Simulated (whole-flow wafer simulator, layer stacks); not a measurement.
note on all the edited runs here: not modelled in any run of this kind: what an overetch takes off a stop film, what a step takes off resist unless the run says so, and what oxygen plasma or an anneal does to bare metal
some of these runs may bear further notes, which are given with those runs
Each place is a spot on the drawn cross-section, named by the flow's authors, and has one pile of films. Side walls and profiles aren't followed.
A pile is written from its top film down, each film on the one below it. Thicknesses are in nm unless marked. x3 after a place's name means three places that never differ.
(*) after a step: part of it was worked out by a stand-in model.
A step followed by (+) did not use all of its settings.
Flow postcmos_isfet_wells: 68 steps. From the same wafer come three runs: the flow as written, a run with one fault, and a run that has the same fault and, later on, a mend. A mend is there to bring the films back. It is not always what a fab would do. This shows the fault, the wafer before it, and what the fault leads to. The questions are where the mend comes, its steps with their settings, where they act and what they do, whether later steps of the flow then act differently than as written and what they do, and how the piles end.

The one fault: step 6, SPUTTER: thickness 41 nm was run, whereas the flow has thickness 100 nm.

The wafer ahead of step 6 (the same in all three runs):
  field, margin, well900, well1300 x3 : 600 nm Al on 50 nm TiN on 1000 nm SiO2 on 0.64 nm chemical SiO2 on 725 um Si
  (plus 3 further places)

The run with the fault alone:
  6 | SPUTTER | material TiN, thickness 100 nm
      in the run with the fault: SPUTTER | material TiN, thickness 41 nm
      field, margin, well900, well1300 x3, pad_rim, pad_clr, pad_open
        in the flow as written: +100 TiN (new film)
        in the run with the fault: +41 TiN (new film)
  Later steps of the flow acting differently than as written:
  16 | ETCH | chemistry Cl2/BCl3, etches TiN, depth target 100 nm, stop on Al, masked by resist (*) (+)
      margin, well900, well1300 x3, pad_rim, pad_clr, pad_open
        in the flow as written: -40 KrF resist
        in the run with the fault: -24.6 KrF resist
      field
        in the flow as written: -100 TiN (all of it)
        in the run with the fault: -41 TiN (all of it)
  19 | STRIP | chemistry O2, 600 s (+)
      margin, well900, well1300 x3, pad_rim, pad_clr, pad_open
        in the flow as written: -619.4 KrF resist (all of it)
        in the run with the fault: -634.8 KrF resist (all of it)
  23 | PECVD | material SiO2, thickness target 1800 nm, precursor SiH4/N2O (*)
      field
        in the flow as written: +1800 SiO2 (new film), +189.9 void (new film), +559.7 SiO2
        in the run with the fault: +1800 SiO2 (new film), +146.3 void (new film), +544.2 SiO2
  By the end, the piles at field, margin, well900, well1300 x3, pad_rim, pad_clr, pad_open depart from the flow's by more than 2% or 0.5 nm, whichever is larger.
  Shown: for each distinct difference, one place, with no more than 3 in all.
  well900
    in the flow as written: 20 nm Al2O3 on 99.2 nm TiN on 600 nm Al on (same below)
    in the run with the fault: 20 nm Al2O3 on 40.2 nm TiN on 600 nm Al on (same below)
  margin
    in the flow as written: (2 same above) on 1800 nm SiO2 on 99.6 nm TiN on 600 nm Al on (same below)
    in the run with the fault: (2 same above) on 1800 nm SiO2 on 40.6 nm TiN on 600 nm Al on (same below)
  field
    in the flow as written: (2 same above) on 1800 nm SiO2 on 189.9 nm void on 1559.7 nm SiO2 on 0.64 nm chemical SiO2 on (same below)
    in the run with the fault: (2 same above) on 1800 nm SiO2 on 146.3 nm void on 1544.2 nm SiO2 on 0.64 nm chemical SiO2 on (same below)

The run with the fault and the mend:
  The mend follows step 6.
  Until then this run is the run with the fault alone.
  6a | SPUTTER | material TiN, thickness 59 nm (a further turn of the flow's step 6, with different settings)
      field, margin, well900, well1300 x3, pad_rim, pad_clr, pad_open
        +59 TiN
  Later steps of the flow that are run all act as written at every place that is followed.
  The piles end the same as the flow's at every place that both follow.
